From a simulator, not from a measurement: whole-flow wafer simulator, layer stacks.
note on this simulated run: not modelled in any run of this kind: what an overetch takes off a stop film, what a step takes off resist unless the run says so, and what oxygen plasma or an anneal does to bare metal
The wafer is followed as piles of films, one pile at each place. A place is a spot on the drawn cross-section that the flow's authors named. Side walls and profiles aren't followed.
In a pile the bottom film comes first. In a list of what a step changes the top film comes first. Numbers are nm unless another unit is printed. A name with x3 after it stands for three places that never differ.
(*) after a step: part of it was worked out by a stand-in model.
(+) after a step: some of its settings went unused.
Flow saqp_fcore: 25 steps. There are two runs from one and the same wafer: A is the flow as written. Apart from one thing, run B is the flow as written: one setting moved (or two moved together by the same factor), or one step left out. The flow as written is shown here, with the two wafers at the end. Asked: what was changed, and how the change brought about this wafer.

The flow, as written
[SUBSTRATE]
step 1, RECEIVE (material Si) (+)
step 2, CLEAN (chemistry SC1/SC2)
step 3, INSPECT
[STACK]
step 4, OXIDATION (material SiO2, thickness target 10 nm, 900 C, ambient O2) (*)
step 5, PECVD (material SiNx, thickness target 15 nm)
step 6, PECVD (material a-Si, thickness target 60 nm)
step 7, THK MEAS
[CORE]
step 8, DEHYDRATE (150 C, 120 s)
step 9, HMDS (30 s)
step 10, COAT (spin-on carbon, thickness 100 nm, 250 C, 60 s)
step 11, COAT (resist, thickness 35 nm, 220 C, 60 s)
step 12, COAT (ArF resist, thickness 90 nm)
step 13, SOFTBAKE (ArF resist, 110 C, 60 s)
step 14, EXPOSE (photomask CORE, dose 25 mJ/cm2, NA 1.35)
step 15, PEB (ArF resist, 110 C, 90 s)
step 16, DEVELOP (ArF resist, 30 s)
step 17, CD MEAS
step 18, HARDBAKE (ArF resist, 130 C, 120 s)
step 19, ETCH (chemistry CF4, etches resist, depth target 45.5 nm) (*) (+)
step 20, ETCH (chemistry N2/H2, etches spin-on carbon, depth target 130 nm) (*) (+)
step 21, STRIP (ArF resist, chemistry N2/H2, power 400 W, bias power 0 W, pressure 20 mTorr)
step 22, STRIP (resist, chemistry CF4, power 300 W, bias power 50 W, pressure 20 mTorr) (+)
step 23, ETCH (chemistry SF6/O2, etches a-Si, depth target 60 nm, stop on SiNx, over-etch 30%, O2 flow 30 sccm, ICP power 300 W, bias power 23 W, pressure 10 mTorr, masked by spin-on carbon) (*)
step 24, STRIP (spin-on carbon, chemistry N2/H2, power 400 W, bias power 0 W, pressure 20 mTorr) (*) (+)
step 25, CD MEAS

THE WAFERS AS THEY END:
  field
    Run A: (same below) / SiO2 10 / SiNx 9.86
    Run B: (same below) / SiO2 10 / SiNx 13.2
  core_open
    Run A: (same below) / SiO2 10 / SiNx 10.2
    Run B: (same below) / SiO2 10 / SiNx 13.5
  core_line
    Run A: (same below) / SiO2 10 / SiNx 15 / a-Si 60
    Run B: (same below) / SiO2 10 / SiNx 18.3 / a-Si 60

The reason: step 5, PECVD: thickness target 18.3 nm was run, whereas the flow has thickness target 15 nm.
The wafer itself shows it: core_line has SiNx 18.3, and step 5 as written asks for 15 nm.

Step by step, how the change led to this:
  step 5, PECVD (material SiNx, thickness target 15 nm)
      field, core_open, core_line: A SiNx gains 15 (new film) | B SiNx gains 18.3 (new film)
